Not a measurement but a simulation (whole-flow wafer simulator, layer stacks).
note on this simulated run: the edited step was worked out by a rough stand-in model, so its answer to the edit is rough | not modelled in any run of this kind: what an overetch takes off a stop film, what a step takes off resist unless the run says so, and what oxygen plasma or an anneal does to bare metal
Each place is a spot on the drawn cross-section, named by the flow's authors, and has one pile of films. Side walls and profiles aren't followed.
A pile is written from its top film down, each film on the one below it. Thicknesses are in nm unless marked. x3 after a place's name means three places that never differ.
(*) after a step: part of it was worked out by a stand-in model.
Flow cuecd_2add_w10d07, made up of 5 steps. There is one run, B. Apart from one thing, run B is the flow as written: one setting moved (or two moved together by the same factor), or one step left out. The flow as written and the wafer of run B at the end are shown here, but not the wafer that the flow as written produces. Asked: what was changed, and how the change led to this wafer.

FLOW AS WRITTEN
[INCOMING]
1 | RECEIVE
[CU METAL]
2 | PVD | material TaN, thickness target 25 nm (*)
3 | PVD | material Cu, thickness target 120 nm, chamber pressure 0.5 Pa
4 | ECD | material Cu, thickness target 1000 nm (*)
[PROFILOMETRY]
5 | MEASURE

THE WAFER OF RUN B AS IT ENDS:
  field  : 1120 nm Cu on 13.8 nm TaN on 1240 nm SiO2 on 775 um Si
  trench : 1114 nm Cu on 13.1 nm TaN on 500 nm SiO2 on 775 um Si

What caused this: step 2, PVD: thickness target 13.8 nm was run, whereas the flow has thickness target 25 nm.
The wafer itself shows it: field has TaN 13.8, and step 2 as written asks for 25 nm.

Step by step, how the change led to this:
  2 | PVD | material TaN, thickness target 25 nm (*)
      field: +13.8 TaN (new film) (as written it would have been: +25 TaN (new film))
      trench: +13.1 TaN (new film) (as written it would have been: +23.7 TaN (new film))
